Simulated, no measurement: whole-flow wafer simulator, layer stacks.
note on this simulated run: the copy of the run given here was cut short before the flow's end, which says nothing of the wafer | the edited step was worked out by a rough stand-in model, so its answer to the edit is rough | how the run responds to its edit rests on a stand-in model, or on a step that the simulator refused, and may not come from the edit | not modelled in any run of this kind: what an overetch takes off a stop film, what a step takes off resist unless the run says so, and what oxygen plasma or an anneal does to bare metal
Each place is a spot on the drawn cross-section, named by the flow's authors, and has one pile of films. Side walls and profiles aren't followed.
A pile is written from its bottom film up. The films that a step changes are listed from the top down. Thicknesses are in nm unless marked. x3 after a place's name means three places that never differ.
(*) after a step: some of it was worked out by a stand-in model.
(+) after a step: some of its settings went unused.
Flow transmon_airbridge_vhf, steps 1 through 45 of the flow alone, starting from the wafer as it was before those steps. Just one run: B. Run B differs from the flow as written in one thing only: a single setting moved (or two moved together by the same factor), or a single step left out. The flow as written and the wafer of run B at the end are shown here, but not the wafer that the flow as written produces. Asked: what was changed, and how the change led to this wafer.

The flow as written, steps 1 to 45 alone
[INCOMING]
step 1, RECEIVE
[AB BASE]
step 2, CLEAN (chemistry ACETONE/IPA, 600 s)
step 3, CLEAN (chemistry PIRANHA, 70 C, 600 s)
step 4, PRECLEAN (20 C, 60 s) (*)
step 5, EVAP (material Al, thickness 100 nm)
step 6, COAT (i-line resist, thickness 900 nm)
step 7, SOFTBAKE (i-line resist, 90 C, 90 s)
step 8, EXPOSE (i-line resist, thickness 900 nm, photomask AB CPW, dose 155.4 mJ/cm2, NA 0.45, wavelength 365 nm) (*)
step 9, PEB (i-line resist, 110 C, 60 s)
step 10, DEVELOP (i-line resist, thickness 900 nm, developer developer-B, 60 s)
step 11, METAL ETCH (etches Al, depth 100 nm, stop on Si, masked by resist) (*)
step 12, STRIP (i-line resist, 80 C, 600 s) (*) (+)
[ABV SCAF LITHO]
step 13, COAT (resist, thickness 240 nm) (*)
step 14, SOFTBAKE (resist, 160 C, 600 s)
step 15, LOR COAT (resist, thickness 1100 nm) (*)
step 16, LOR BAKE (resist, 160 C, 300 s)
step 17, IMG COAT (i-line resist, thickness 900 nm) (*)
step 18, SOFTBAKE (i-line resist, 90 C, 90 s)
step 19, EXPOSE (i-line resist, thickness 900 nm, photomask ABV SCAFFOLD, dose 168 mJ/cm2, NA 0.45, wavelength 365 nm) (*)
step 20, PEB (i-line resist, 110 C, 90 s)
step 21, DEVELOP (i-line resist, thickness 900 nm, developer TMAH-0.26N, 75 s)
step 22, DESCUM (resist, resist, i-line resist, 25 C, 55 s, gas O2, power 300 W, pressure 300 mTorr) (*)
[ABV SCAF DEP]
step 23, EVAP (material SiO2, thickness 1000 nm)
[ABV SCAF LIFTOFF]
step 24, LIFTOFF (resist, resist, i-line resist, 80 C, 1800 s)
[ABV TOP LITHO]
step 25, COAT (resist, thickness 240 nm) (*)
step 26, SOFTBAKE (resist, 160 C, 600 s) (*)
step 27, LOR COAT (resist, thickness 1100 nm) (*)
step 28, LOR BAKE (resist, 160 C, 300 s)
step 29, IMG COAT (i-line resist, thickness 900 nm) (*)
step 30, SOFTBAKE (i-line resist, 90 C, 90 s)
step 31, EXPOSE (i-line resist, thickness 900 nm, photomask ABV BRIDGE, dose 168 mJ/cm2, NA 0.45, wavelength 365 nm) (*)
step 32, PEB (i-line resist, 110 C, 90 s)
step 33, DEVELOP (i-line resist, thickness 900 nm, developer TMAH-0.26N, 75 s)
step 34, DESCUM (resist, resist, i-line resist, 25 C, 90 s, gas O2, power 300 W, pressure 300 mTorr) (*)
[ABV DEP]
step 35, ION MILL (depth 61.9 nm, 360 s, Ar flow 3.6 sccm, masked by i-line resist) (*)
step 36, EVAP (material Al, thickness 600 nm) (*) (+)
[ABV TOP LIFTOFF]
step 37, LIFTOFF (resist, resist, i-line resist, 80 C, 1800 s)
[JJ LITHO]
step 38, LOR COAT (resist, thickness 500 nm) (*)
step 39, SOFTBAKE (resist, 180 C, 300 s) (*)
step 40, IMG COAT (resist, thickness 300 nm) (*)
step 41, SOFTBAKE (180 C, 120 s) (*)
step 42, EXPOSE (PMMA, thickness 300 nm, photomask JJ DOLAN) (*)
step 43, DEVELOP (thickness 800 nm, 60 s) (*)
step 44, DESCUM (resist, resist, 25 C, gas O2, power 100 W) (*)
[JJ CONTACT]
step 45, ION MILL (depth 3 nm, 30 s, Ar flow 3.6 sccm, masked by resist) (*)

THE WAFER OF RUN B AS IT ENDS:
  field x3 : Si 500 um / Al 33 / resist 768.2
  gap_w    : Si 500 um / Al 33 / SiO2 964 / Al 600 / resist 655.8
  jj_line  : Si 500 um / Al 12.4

Cause: step 11, METAL ETCH: depth 67 nm was run, whereas the flow has depth 100 nm.

The path from the change to this, step by step:
  step 11, METAL ETCH (etches Al, depth 100 nm, stop on Si, masked by resist) (*)
      field x3, jj_line, gap_w, gap_e: Al loses 67 (in the flow as written it would be: Al loses 100 (all of it))
      ground_far, pad_w, flank_w and 8 more: i-line resist loses 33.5 (in the flow as written it would be: i-line resist loses 50)
  step 13, COAT (resist, thickness 240 nm) (*)
      flank_w, flank_e: resist gains 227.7 (new film) (in the flow as written it would be: resist gains 222.3 (new film))
  step 22, DESCUM (resist, resist, i-line resist, 25 C, 55 s, gas O2, power 300 W, pressure 300 mTorr) (*)
      flank_w, flank_e: resist loses 227.7 (all of it) (in the flow as written it would be: resist loses 222.3 (all of it))
  step 25, COAT (resist, thickness 240 nm) (*)
      flank_w, flank_e: resist gains 156 (new film) (in the flow as written it would be: resist gains 152.6 (new film))
  step 34, DESCUM (resist, resist, i-line resist, 25 C, 90 s, gas O2, power 300 W, pressure 300 mTorr) (*)
      flank_w, flank_e: resist loses 156 (all of it) (in the flow as written it would be: resist loses 152.6 (all of it))
  step 40, IMG COAT (resist, thickness 300 nm) (*)
      flank_w, flank_e: resist gains 216.9 (in the flow as written it would be: resist gains 212.1)
  step 45, ION MILL (depth 3 nm, 30 s, Ar flow 3.6 sccm, masked by resist) (*)
      jj_line: Al loses 20.6 (in the flow as written it would be: Si loses 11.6)
With metal films that touch counted as one body, field x3 has 1 body; the flow as written gives 0 bodies.
With metal films that touch counted as one body, gap_w has 2 bodies (between them, from the top down: SiO2 964); the flow as written gives 1 body.
With metal films that touch counted as one body, jj_line has 1 body; the flow as written gives 0 bodies.
